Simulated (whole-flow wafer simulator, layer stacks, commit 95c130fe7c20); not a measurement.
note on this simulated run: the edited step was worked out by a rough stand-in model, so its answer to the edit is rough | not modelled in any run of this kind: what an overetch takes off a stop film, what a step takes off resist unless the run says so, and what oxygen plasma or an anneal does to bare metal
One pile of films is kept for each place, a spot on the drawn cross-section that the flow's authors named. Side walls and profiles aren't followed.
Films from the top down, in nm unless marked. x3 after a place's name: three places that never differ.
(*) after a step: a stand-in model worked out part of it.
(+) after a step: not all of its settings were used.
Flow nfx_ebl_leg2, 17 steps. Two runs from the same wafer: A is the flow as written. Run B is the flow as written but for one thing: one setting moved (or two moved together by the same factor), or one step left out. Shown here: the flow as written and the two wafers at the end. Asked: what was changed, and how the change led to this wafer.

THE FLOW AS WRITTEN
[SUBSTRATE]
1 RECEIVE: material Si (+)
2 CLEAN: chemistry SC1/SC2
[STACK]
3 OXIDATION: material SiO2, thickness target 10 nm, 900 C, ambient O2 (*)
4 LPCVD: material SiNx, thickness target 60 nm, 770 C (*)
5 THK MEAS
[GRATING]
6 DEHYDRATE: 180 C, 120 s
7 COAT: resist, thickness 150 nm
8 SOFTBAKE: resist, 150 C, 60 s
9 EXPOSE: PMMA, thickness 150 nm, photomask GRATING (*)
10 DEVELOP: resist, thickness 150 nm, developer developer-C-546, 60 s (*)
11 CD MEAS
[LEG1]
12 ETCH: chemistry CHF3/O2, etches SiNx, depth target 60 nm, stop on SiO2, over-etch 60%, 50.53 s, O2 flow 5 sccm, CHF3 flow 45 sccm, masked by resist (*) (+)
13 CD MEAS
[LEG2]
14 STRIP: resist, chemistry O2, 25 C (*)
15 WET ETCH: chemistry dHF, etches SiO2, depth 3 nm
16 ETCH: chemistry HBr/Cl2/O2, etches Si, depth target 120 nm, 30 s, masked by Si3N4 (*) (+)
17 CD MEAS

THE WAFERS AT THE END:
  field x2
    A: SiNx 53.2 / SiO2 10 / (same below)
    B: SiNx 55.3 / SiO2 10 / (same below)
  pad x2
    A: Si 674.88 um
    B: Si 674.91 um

The cause: step 16, ETCH: depth target 82.9 nm was run, where the flow has depth target 120 nm; step 16, ETCH: 20.73 s was run, where the flow has 30 s.

How the change led to this, step by step:
  16 ETCH: chemistry HBr/Cl2/O2, etches Si, depth target 120 nm, 30 s, masked by Si3N4 (*) (+)
      field x2: A SiNx -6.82 | B SiNx -4.71
      pad x2: A Si -120 | B Si -82.9
